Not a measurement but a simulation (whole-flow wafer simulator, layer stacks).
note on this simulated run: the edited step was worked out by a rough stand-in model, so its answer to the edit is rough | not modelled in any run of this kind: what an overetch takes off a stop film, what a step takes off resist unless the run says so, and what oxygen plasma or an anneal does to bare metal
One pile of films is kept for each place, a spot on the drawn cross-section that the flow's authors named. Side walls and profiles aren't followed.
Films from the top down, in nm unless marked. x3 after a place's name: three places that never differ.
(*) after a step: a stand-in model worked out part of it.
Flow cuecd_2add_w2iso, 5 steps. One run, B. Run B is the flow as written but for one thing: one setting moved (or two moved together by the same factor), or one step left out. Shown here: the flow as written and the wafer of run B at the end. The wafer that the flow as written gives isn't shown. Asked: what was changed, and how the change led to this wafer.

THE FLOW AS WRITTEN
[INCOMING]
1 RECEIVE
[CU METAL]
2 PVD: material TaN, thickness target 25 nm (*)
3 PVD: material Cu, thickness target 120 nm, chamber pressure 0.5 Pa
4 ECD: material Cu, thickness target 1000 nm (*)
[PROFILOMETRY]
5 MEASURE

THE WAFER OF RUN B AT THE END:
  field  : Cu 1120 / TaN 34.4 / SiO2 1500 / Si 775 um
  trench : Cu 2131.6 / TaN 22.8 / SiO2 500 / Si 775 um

The cause: step 2, PVD: thickness target 34.4 nm was run, where the flow has thickness target 25 nm.
It can be read off the wafer: field has TaN 34.4, and step 2 as written asks for 25 nm.

How the change led to this, step by step:
  2 PVD: material TaN, thickness target 25 nm (*)
      field: TaN +34.4 (new film) (as written it would be: TaN +25 (new film))
      trench: TaN +22.8 (new film) (as written it would be: TaN +16.6 (new film))
